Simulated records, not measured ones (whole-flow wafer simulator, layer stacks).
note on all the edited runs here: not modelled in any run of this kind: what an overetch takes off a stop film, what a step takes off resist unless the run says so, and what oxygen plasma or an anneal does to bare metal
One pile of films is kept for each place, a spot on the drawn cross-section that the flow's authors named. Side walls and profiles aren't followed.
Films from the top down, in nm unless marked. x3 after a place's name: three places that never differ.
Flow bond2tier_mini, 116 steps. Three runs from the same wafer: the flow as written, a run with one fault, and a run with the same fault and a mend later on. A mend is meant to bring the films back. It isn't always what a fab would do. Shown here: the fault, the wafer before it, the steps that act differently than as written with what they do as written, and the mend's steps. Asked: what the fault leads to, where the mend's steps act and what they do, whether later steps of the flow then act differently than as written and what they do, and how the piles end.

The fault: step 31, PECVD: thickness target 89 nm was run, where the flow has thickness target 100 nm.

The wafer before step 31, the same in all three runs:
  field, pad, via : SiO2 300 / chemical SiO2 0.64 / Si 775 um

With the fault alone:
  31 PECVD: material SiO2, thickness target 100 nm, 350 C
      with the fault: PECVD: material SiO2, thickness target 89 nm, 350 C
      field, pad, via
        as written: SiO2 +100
        with the fault: SiO2 +89
  No later step of the flow acts differently than as written at any place that is followed.
  At the end the piles differ from the flow's by more than 2% or 0.5 nm, whichever is larger, at pad.
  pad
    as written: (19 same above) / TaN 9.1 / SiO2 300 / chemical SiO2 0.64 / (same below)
    with the fault: (19 same above) / TaN 9.1 / SiO2 289 / chemical SiO2 0.64 / (same below)

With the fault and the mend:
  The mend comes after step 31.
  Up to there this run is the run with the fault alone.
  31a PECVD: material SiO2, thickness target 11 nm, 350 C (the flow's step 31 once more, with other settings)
      field, pad, via
        SiO2 +11
  No later step of the flow acts differently than as written at any place that is followed.
  At the end the piles are the same as the flow's at every place that both follow.
